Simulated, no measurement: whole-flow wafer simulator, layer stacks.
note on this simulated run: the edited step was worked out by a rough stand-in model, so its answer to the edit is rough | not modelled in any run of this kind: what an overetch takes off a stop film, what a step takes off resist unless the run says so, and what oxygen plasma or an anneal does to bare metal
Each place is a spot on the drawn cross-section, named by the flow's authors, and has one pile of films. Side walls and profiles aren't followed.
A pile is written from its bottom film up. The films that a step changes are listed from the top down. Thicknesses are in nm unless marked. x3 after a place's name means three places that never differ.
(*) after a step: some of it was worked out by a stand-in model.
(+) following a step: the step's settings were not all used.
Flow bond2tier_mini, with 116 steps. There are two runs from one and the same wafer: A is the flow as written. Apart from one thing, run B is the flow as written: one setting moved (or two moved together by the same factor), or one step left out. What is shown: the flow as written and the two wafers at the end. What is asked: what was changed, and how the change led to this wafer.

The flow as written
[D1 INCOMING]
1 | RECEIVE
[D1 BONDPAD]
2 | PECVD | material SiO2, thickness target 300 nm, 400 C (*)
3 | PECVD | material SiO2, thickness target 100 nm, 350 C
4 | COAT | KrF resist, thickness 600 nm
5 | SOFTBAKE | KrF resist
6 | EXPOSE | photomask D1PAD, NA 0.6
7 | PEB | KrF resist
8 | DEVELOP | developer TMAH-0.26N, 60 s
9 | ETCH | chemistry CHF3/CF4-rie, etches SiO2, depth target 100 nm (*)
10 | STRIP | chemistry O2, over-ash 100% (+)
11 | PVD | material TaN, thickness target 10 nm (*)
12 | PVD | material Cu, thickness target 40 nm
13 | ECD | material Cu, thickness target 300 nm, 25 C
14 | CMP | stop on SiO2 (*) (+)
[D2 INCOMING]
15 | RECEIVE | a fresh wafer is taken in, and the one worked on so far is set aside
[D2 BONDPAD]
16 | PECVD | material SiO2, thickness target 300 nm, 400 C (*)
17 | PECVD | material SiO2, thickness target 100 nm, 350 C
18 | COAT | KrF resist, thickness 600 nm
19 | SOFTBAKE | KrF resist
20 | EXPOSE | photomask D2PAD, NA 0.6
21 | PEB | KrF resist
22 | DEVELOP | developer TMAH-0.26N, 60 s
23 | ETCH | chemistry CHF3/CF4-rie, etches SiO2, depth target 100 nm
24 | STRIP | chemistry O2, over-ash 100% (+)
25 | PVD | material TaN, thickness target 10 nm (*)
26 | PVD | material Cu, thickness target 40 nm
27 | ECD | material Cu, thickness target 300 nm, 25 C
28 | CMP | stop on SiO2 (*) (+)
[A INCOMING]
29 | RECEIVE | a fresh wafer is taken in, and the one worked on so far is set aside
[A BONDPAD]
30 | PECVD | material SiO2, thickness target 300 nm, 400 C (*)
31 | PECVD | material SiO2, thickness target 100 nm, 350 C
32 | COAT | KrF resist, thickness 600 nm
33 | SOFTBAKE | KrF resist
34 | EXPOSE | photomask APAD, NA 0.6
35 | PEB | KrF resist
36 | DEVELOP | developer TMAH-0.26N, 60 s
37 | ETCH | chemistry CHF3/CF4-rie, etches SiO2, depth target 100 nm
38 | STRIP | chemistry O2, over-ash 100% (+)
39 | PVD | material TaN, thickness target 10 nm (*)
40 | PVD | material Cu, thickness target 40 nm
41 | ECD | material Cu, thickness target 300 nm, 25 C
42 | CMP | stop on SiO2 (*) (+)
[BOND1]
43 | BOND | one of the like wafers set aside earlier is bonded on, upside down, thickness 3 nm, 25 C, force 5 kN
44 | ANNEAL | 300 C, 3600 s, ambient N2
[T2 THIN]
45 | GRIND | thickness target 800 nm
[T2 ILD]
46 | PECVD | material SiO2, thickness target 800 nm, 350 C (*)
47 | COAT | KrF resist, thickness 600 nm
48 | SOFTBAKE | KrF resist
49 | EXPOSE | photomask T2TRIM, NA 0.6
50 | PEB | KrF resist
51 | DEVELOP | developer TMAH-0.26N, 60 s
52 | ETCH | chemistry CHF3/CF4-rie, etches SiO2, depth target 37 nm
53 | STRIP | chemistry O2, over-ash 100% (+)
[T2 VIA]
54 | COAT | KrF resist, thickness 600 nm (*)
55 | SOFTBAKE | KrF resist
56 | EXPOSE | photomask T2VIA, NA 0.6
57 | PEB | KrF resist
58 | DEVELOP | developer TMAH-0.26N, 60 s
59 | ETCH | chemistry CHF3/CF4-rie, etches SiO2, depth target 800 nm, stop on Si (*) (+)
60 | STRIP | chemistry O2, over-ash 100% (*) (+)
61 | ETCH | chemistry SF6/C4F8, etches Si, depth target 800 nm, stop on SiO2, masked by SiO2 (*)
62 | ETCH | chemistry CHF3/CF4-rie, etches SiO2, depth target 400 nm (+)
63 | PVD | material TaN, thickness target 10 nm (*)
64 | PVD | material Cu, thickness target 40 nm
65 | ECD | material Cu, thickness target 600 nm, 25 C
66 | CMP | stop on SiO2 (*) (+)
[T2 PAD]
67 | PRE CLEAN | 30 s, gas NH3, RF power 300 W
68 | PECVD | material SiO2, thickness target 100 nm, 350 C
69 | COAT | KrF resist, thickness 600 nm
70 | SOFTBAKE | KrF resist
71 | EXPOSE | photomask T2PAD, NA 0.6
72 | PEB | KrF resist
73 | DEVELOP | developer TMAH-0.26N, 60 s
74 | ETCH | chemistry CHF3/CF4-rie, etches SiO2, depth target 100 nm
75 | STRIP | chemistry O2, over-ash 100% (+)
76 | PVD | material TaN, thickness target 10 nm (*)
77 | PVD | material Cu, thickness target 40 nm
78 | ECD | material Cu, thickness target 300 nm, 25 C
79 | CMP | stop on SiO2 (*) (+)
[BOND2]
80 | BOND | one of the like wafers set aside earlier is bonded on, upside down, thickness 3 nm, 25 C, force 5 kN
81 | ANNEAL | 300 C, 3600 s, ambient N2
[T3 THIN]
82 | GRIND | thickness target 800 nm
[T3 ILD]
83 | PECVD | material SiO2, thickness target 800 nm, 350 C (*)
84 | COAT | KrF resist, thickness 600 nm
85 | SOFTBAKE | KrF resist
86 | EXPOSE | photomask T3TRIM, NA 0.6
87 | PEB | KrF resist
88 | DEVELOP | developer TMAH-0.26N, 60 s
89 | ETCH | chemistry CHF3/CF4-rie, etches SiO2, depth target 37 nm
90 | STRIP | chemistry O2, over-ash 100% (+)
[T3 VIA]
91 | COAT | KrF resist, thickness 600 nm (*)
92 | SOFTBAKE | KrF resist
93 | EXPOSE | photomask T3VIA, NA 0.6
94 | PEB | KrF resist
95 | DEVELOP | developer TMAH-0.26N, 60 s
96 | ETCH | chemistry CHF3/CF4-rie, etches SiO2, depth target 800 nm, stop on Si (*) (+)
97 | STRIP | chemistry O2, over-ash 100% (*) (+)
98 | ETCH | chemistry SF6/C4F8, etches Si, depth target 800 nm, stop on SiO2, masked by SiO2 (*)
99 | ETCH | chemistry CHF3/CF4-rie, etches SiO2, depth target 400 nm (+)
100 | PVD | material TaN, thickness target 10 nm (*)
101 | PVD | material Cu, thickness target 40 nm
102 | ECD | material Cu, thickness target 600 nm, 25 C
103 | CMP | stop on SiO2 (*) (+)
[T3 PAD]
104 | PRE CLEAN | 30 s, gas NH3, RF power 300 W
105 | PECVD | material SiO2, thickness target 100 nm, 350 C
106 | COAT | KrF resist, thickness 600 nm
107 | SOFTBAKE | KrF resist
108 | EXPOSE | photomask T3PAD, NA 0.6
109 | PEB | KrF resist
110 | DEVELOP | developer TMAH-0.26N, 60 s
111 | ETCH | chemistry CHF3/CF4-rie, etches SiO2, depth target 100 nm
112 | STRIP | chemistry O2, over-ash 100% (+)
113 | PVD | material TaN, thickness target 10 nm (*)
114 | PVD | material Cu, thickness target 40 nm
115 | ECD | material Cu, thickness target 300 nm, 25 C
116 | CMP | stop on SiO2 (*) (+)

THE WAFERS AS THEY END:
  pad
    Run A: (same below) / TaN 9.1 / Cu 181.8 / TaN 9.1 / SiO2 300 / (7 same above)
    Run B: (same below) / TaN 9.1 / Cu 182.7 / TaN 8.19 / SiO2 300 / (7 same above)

Cause: step 25, PVD: thickness target 9 nm was run, though the flow has thickness target 10 nm.

How this came from the change, step by step:
  25 | PVD | material TaN, thickness target 10 nm (*)
      field: A +10 TaN (new film) | B +9 TaN (new film)
      pad: A +9.1 TaN (new film) | B +8.19 TaN (new film)
      (also at 1 further place)
  28 | CMP | stop on SiO2 (*) (+)
      field: A -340 Cu (all of it), -10 TaN (all of it) | B -340 Cu (all of it), -9 TaN (all of it)
  80 | BOND | one of the like wafers set aside earlier is bonded on, upside down, thickness 3 nm, 25 C, force 5 kN
      pad: A +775 um Si (new film), +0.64 chemical SiO2 (new film), +300 SiO2 (new film), +9.1 TaN (new film), +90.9 Cu | B +775 um Si (new film), +0.64 chemical SiO2 (new film), +300 SiO2 (new film), +8.19 TaN (new film), +91.8 Cu
